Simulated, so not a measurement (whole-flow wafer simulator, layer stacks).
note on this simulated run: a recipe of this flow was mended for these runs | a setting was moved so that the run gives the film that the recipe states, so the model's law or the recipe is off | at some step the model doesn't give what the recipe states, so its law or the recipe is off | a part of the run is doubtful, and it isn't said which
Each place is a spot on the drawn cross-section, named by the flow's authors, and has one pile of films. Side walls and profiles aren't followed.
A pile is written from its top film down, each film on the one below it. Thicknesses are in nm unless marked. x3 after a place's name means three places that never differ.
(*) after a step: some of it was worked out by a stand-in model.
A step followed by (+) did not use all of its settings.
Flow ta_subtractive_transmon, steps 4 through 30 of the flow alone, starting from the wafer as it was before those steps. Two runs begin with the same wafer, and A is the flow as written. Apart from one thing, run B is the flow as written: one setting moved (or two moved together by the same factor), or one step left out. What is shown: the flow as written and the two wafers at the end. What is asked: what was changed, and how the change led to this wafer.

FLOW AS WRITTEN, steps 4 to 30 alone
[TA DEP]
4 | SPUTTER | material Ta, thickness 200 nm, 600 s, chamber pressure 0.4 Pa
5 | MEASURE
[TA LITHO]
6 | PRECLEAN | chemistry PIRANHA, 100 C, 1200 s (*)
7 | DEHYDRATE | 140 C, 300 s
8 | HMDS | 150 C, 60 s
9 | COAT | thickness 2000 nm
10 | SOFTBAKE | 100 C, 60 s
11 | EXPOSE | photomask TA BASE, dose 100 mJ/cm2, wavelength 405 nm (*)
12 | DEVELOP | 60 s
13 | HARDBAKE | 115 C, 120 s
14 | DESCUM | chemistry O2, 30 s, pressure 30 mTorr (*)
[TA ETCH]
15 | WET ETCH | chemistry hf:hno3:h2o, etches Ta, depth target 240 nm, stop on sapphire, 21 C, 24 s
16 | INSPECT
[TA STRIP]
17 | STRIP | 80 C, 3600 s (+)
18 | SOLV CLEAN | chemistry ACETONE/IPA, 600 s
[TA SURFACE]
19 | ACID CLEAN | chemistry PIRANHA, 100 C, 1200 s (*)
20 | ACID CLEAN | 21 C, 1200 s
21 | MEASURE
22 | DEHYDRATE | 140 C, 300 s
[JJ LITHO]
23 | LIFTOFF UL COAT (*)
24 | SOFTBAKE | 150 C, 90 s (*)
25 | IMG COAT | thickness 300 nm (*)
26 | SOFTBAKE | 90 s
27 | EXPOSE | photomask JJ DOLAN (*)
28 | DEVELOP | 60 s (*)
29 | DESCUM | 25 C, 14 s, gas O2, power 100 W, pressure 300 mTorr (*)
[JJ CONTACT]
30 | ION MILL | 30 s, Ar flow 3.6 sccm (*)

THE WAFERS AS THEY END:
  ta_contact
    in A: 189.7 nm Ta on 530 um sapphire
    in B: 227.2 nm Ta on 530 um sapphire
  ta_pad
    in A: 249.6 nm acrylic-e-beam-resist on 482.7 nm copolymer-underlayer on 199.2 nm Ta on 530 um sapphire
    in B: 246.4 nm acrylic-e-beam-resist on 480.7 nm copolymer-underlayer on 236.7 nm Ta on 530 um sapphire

What caused this: step 4, SPUTTER: thickness 237.5 nm was run, while the flow as written has thickness 200 nm; step 4, SPUTTER: 712 s was run, where the flow has 600 s.

How this came from the change, step by step:
  4 | SPUTTER | material Ta, thickness 200 nm, 600 s, chamber pressure 0.4 Pa
      field x2, jj_line, lead, ta_contact, ta_pad: A +200 Ta (new film) | B +237.5 Ta (new film)
  15 | WET ETCH | chemistry hf:hno3:h2o, etches Ta, depth target 240 nm, stop on sapphire, 21 C, 24 s
      field x2, jj_line, lead: A -199.7 Ta (all of it) | B -237.2 Ta (all of it)
  23 | LIFTOFF UL COAT (*)
      ta_contact: A +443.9 copolymer-underlayer (new film) | B +434.5 copolymer-underlayer (new film)
  28 | DEVELOP | 60 s (*)
      ta_contact: A -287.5 acrylic-e-beam-resist (all of it), -443.9 copolymer-underlayer (all of it) | B -285 acrylic-e-beam-resist (all of it), -434.5 copolymer-underlayer (all of it)
